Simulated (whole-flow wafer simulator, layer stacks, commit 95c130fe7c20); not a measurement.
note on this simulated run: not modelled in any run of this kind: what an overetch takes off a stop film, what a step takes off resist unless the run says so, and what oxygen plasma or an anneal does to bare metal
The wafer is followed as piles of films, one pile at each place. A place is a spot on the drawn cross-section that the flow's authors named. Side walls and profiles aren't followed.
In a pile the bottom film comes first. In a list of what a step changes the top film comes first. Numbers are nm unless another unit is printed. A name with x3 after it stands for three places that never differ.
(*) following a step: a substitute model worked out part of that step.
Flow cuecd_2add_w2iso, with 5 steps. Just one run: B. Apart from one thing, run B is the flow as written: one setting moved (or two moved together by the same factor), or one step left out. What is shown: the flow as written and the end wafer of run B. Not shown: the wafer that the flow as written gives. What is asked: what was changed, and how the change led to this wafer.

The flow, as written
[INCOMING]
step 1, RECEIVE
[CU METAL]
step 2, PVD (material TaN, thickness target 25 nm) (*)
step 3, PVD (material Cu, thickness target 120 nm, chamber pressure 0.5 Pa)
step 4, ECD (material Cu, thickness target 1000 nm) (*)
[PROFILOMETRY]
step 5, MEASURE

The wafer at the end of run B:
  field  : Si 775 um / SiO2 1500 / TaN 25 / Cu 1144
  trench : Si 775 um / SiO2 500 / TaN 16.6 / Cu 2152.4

The reason: step 3, PVD: thickness target 144 nm was run, though the flow has thickness target 120 nm.

How this came from the change, step by step:
  step 3, PVD (material Cu, thickness target 120 nm, chamber pressure 0.5 Pa)
      field: +144 Cu (new film) (in the flow as written it would be: +120 Cu (new film))
      trench: +96.8 Cu (new film) (in the flow as written it would be: +80.8 Cu (new film))
